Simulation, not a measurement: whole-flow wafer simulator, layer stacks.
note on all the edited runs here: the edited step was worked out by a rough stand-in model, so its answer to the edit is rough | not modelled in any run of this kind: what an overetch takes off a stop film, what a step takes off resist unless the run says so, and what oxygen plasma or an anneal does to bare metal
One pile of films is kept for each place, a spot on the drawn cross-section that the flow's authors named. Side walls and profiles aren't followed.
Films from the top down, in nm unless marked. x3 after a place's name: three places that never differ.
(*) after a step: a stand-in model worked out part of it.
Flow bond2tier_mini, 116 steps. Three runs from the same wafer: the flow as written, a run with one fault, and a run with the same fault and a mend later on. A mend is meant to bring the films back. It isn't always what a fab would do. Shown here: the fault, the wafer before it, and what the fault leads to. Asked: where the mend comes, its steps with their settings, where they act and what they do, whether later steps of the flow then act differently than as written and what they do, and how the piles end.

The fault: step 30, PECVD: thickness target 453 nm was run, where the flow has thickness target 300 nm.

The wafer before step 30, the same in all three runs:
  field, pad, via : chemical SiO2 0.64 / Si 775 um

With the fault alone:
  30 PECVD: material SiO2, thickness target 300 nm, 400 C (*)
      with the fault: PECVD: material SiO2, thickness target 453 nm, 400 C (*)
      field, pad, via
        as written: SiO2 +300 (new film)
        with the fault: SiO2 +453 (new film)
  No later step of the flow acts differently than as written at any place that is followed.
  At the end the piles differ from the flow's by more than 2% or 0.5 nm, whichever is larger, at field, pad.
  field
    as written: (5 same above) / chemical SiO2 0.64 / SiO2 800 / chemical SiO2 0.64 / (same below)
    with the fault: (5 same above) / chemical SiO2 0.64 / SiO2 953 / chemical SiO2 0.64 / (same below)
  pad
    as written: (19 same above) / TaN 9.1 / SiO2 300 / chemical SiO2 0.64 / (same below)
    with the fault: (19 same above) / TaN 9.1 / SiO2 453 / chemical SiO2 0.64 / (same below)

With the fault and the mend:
  The mend comes after step 30.
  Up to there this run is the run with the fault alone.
  30a ETCH: chemistry CHF3/CF4-rie, etches SiO2, depth target 153 nm (the flow's step 9 once more, with other settings)
      field, pad, via
        SiO2 -153
  No later step of the flow acts differently than as written at any place that is followed.
  At the end the piles are the same as the flow's at every place that both follow.
